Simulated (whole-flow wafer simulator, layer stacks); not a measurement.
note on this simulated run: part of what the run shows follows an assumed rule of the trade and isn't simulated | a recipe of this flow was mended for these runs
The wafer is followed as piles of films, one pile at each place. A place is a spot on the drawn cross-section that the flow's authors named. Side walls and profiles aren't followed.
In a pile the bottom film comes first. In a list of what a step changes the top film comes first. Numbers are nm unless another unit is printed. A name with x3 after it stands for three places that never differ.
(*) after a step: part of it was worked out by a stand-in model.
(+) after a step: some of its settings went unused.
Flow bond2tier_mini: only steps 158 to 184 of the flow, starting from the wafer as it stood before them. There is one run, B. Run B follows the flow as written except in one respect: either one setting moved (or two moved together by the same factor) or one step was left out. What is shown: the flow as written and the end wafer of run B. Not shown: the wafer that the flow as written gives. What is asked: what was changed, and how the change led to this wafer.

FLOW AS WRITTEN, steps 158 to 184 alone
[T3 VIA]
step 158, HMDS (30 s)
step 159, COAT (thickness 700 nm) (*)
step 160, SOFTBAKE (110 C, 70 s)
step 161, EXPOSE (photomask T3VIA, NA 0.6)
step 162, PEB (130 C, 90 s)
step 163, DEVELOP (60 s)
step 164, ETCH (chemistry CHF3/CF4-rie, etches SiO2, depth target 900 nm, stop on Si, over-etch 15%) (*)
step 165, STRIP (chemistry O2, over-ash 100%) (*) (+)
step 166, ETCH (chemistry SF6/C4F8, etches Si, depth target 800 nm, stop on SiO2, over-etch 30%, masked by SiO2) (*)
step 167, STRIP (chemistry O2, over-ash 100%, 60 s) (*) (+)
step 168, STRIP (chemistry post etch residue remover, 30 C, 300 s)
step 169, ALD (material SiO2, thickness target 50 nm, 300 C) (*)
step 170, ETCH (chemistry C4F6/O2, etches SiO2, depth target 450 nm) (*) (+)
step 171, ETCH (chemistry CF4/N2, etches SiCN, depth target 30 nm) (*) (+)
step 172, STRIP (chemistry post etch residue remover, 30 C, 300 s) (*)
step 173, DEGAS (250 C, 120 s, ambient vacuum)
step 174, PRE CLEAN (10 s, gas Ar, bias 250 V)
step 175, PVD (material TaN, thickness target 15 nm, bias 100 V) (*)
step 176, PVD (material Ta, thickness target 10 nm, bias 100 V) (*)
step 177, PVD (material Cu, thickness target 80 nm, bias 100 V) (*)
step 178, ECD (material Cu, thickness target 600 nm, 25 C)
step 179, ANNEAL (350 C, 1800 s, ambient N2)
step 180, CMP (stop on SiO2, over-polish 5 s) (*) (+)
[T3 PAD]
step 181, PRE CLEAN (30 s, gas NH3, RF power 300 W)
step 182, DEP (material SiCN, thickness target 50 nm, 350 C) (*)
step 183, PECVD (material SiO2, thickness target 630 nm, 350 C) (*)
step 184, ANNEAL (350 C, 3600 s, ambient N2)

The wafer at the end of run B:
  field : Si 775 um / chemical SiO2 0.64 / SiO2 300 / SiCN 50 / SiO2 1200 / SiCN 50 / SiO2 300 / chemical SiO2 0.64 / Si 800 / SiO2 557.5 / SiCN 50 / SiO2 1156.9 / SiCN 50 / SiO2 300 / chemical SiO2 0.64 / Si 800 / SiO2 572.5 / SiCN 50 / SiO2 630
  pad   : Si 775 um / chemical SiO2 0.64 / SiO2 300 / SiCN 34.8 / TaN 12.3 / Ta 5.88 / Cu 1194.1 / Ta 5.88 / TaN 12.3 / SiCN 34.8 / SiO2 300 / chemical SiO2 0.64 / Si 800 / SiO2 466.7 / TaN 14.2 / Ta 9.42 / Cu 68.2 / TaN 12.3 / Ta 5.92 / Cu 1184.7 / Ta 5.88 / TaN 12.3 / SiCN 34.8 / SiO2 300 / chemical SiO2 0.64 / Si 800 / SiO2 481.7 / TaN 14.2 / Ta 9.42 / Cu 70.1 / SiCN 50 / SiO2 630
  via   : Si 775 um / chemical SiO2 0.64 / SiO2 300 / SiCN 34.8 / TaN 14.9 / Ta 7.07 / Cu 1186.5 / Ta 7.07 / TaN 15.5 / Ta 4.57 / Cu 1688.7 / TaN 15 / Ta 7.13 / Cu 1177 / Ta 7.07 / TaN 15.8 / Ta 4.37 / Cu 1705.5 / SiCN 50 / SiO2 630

Cause: step 169, ALD: thickness target 65 nm was run, though the flow has thickness target 50 nm.

Step by step, how the change led to this:
  step 169, ALD (material SiO2, thickness target 50 nm, 300 C) (*)
      field, pad, via: SiO2 gains 65 (it would be, as written: SiO2 gains 50)
  step 170, ETCH (chemistry C4F6/O2, etches SiO2, depth target 450 nm) (*) (+)
      via: SiO2 loses 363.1 (all of it), SiCN loses 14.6 (it would be, as written: SiO2 loses 348.1 (all of it), SiCN loses 17.2)
  step 171, ETCH (chemistry CF4/N2, etches SiCN, depth target 30 nm) (*) (+)
      via: SiCN loses 20.2 (all of it), TaN loses 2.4 (it would be, as written: SiCN loses 17.6 (all of it), TaN loses 3.01)
  step 177, PVD (material Cu, thickness target 80 nm, bias 100 V) (*)
      via: Cu gains 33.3 (new film) (it would be, as written: Cu gains 35 (new film))
